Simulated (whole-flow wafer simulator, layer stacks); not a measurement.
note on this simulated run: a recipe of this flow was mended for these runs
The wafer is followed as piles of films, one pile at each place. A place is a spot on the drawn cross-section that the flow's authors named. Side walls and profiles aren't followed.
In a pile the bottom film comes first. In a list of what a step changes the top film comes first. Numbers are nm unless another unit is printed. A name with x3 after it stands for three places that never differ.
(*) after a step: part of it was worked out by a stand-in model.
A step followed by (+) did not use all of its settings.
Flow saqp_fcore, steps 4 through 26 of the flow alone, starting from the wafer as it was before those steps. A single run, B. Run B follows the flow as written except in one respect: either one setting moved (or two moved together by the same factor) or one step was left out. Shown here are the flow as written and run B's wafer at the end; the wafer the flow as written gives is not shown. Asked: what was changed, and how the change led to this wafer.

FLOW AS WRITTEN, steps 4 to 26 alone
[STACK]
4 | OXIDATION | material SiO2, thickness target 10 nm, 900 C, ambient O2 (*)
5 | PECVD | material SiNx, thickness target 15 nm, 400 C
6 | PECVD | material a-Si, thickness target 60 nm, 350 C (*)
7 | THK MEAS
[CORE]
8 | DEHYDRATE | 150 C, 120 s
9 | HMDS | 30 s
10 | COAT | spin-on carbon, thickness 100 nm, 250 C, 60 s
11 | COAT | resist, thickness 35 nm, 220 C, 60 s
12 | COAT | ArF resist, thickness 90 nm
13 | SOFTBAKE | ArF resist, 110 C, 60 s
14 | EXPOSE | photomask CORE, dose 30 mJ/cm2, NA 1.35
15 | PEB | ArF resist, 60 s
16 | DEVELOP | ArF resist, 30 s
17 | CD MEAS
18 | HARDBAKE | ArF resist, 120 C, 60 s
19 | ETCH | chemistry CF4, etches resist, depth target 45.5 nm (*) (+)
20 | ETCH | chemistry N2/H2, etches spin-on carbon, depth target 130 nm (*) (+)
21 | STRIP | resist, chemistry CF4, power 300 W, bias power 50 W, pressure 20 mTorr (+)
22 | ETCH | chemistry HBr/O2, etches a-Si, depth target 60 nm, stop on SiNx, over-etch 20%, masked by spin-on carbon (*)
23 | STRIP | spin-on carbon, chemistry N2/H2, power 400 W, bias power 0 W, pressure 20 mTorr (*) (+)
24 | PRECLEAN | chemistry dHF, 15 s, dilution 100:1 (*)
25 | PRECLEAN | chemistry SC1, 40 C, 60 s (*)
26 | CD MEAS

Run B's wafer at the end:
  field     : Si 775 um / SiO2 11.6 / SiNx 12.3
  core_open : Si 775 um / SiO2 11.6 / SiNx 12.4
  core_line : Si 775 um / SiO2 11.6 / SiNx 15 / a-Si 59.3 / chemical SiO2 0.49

What caused this: step 4, OXIDATION: thickness target 11.6 nm was run, whereas the flow has thickness target 10 nm.
The wafer lets one read it off: field has SiO2 11.6, and step 4 as written asks for 10 nm.

How this came from the change, step by step:
  4 | OXIDATION | material SiO2, thickness target 10 nm, 900 C, ambient O2 (*)
      field, core_open, core_line: +11.6 SiO2 (new film), -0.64 chemical SiO2 (all of it), -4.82 Si (it would be, as written: +10 SiO2 (new film), -0.64 chemical SiO2 (all of it), -4.12 Si)
